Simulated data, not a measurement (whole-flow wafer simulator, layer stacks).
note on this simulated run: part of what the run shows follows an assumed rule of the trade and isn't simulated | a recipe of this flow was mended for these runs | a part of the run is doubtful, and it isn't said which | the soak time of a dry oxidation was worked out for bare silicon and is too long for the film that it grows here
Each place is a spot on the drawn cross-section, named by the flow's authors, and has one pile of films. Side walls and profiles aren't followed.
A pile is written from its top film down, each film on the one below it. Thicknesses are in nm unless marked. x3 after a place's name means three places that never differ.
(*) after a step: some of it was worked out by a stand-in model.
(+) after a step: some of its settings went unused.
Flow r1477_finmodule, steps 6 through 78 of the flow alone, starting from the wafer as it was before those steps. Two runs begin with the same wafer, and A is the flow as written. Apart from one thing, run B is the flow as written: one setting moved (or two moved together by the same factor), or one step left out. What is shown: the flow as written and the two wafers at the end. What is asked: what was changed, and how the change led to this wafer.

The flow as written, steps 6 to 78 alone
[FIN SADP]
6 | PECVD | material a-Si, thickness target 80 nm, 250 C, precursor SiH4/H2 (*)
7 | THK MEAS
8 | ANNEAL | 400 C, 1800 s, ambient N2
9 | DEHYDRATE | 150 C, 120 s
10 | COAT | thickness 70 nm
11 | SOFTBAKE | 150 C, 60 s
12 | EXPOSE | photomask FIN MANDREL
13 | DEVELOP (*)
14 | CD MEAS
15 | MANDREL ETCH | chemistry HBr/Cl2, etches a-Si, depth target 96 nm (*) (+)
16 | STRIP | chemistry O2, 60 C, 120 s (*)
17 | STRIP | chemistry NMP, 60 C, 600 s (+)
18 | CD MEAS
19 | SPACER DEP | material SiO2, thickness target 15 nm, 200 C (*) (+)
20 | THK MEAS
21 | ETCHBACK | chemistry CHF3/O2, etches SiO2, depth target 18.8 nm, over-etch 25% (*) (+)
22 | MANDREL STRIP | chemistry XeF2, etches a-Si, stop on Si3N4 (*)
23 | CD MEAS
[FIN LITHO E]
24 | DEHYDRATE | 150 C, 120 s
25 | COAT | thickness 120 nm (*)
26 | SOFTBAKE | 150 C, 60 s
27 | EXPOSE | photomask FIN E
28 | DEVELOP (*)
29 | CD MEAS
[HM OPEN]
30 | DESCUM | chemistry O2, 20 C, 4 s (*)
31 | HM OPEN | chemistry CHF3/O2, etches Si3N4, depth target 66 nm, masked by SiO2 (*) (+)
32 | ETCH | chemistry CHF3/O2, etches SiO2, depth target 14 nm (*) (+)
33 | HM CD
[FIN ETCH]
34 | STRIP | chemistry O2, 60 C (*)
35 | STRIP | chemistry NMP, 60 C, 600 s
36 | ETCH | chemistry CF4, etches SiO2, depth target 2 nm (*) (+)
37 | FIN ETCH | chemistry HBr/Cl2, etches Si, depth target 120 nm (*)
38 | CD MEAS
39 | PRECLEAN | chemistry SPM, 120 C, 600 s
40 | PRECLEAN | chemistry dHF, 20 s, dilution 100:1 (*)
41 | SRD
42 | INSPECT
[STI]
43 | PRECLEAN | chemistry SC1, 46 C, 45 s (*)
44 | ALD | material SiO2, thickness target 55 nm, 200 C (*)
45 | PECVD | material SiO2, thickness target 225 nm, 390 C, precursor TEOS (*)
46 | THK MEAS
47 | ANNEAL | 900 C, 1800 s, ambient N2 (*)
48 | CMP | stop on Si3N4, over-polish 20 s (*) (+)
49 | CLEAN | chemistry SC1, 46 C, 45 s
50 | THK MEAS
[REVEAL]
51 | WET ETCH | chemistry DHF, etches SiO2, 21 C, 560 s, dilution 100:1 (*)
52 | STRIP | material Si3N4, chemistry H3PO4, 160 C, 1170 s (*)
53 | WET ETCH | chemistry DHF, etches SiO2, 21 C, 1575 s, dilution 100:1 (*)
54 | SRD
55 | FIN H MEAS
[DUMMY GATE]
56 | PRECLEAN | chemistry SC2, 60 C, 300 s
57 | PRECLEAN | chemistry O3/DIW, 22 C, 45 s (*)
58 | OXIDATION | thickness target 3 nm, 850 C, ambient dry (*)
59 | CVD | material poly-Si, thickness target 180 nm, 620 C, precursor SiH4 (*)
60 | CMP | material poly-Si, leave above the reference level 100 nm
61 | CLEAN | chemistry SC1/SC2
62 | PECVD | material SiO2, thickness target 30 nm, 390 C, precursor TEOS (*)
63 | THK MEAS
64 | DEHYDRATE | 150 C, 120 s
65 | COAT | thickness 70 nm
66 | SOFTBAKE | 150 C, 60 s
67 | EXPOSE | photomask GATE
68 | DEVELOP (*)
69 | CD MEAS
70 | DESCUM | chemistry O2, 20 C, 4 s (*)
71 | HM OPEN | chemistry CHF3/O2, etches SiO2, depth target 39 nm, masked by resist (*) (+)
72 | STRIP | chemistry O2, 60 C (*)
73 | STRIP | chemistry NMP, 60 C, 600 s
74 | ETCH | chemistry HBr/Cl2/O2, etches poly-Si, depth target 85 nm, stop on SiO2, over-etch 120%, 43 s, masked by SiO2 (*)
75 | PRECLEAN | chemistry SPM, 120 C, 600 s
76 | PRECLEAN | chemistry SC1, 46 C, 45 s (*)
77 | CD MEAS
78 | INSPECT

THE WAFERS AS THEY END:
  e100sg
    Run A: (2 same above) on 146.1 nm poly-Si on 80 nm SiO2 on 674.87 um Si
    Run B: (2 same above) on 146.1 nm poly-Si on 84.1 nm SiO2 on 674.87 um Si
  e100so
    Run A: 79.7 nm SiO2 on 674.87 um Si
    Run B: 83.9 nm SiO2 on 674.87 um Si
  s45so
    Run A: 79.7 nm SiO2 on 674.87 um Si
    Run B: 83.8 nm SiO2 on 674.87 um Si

The reason: step 21, ETCHBACK: depth target 28.3 nm was run, while the flow as written has depth target 18.8 nm.

The path from the change to this, step by step:
  21 | ETCHBACK | chemistry CHF3/O2, etches SiO2, depth target 18.8 nm, over-etch 25% (*) (+)
      pad, padg, elg x4 and 18 more: A SiO2 loses 15 (all of it), Si3N4 loses 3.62 | B SiO2 loses 15 (all of it), Si3N4 loses 12.6
      s40cg, s45cg, s50cg, s40co, s45co, s50co: A SiO2 loses 15 (all of it), chemical SiO2 loses 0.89 (all of it), a-Si loses 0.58 | B SiO2 loses 15 (all of it), chemical SiO2 loses 0.89 (all of it), a-Si loses 2.46
  22 | MANDREL STRIP | chemistry XeF2, etches a-Si, stop on Si3N4 (*)
      s40cg, s45cg, s50cg, s40co, s45co, s50co: A a-Si loses 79 (all of it) | B a-Si loses 77.1 (all of it)
  25 | COAT | thickness 120 nm (*)
      s40cg, s40co: A e-beam-resist gains 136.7 (new film) | B e-beam-resist gains 130.6 (new film)
      s40sg_line, s40so_line: A e-beam-resist gains 60 (new film) | B e-beam-resist gains 63.3 (new film)
      (as well as at 12 more places)
  28 | DEVELOP (*)
      s40cg, s40co: A e-beam-resist loses 136.7 (all of it) | B e-beam-resist loses 130.6 (all of it)
      s40sg_line, s40so_line: A e-beam-resist loses 60 (all of it) | B e-beam-resist loses 63.3 (all of it)
      (as well as at 12 more places)
  31 | HM OPEN | chemistry CHF3/O2, etches Si3N4, depth target 66 nm, masked by SiO2 (*) (+)
      pad, padg, esg and 13 more: A Si3N4 loses 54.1 (all of it), SiO2 loses 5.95 | B Si3N4 loses 45.1 (all of it), SiO2 loses 10 (all of it), Si loses 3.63
  32 | ETCH | chemistry CHF3/O2, etches SiO2, depth target 14 nm (*) (+)
      pad, padg: A SiO2 loses 4.05 (all of it), Si loses 1.99 | B Si loses 2.8
      esg, eso: A SiO2 loses 4.05 (all of it), Si loses 1.99 | B Si loses 2.31
      (as well as at 12 more places)
  44 | ALD | material SiO2, thickness target 55 nm, 200 C (*)
      s40cg, s45cg, s50cg, s40co, s45co, s50co: A SiO2 gains 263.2 (new film) | B SiO2 gains 253.8 (new film)
      s40sg, s45sg, s40so, s45so: A SiO2 gains 263.8 (new film) | B SiO2 gains 258.5 (new film)
      (as well as at 10 more places)
  48 | CMP | stop on Si3N4, over-polish 20 s (*) (+)
      elg x4, esg, e40sg and 10 more: A SiO2 loses 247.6 | B SiO2 loses 238.6
      s40cg, s40sg, s45cg and 9 more: A SiO2 loses 288.1 | B SiO2 loses 278.7
      (as well as at 8 more places)
  51 | WET ETCH | chemistry DHF, etches SiO2, 21 C, 560 s, dilution 100:1 (*)
      elg x4, elo x4: A SiO2 loses 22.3 (all of it), Si3N4 loses 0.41 | B SiO2 loses 28.1
  52 | STRIP | material Si3N4, chemistry H3PO4, 160 C, 1170 s (*)
      elg x4, elo x4: A Si3N4 loses 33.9 (all of it), SiO2 loses 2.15 | B SiO2 loses 3.14 (all of it), Si3N4 loses 25.3 (all of it), SiO2 loses 0.06
  53 | WET ETCH | chemistry DHF, etches SiO2, 21 C, 1575 s, dilution 100:1 (*)
      elg x4, elo x4: A SiO2 loses 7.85 (all of it) | B SiO2 loses 9.94 (all of it)
